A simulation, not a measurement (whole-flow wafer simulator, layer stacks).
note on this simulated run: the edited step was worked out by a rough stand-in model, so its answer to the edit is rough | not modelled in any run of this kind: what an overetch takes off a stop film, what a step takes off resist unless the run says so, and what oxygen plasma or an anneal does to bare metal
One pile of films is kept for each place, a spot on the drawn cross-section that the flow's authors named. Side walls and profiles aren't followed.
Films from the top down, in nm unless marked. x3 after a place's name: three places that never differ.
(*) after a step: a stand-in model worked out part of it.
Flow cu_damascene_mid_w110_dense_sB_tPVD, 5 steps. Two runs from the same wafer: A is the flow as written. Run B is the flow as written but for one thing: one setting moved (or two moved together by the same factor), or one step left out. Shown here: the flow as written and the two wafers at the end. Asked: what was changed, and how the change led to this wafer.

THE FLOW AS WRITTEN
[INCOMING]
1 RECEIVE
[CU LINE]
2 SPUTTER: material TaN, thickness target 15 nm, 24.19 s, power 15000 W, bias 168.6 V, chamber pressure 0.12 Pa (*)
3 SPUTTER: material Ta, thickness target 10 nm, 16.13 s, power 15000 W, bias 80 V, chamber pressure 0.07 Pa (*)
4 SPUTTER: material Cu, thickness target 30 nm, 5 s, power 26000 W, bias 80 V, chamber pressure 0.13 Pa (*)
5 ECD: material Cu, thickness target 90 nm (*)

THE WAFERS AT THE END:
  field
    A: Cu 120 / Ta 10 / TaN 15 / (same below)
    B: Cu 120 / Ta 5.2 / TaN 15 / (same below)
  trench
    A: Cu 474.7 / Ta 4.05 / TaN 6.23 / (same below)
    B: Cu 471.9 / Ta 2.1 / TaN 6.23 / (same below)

The cause: step 3, SPUTTER: thickness target 5.2 nm was run, where the flow has thickness target 10 nm; step 3, SPUTTER: 8.47 s was run, where the flow has 16.13 s.
It can be read off the wafer: field has Ta 5.2, and step 3 as written asks for 10 nm.

How the change led to this, step by step:
  3 SPUTTER: material Ta, thickness target 10 nm, 16.13 s, power 15000 W, bias 80 V, chamber pressure 0.07 Pa (*)
      field: A Ta +10 (new film) | B Ta +5.2 (new film)
      trench: A Ta +4.05 (new film) | B Ta +2.1 (new film)
